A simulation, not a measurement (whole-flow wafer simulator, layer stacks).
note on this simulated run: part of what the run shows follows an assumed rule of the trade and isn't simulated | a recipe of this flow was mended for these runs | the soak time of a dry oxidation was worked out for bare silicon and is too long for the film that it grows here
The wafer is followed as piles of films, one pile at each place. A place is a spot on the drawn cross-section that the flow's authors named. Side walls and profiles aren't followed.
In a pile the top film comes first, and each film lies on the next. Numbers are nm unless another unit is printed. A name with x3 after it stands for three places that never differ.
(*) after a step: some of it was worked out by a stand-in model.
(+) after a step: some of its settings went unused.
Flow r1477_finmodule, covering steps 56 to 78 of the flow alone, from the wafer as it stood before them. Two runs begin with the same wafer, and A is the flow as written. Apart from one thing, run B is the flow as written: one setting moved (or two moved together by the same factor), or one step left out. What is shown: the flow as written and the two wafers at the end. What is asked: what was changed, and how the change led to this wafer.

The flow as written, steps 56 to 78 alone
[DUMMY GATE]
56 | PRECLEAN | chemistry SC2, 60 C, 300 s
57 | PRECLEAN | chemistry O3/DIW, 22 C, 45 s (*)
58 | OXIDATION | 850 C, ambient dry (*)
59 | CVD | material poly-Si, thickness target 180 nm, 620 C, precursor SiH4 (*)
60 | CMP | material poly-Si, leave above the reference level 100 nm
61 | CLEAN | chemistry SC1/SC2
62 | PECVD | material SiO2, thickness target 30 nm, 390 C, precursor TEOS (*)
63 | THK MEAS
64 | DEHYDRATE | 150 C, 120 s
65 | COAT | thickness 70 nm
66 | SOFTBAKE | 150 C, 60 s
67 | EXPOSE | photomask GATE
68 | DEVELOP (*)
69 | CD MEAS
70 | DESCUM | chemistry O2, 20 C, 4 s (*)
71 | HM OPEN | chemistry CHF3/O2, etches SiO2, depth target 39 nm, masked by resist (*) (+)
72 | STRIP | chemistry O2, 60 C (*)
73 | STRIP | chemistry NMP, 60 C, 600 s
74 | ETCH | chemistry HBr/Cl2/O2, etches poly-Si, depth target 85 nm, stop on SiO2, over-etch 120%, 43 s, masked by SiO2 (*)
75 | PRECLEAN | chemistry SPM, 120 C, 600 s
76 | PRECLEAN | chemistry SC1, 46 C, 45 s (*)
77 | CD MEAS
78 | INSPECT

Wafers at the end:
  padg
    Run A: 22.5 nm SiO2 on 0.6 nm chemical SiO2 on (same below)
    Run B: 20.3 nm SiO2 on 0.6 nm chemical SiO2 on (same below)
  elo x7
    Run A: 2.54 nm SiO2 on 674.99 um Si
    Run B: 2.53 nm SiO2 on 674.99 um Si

The reason: step 62, PECVD: thickness target 27.8 nm was run, whereas the flow has thickness target 30 nm.

The path from the change to this, step by step:
  62 | PECVD | material SiO2, thickness target 30 nm, 390 C, precursor TEOS (*)
      pad, padg, elg x7 and 27 more: A SiO2 gains 30 (new film) | B SiO2 gains 27.8 (new film)
  71 | HM OPEN | chemistry CHF3/O2, etches SiO2, depth target 39 nm, masked by resist (*) (+)
      pad, elo x7, eso x6, e200so, s40co x3: A SiO2 loses 30 (all of it), chemical SiO2 loses 0.6 (all of it), poly-Si loses 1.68 | B SiO2 loses 27.8 (all of it), chemical SiO2 loses 0.6 (all of it), poly-Si loses 2.12
